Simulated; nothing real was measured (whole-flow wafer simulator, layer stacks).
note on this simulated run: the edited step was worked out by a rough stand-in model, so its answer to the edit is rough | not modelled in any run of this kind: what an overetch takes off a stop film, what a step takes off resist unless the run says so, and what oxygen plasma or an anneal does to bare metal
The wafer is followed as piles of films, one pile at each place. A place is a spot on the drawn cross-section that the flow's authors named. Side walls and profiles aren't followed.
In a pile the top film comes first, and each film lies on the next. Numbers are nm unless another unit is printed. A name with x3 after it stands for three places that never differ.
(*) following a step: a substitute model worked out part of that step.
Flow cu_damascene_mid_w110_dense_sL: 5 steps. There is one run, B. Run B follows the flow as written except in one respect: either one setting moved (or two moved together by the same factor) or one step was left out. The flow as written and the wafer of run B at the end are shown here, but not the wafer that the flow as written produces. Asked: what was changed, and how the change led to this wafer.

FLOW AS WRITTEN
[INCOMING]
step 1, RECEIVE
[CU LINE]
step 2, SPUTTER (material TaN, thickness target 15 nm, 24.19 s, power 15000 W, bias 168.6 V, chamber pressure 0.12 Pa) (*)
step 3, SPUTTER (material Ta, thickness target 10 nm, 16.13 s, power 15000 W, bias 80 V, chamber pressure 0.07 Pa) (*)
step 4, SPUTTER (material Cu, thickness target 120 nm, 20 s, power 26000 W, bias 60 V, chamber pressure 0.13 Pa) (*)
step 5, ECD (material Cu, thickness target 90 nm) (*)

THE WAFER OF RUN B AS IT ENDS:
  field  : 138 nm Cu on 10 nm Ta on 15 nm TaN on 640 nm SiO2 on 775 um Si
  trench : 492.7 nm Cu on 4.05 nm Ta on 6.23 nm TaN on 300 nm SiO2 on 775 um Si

What caused this: step 4, SPUTTER: thickness target 48 nm was run, whereas the flow has thickness target 120 nm; step 4, SPUTTER: 8 s was run, where the flow has 20 s.

How this came from the change, step by step:
  step 4, SPUTTER (material Cu, thickness target 120 nm, 20 s, power 26000 W, bias 60 V, chamber pressure 0.13 Pa) (*)
      field: Cu gains 48 (new film) (it would be, as written: Cu gains 120 (new film))
      trench: Cu gains 20 (new film) (it would be, as written: Cu gains 49.9 (new film))
  step 5, ECD (material Cu, thickness target 90 nm) (*)
      trench: Cu gains 472.7 (it would be, as written: Cu gains 514.8)
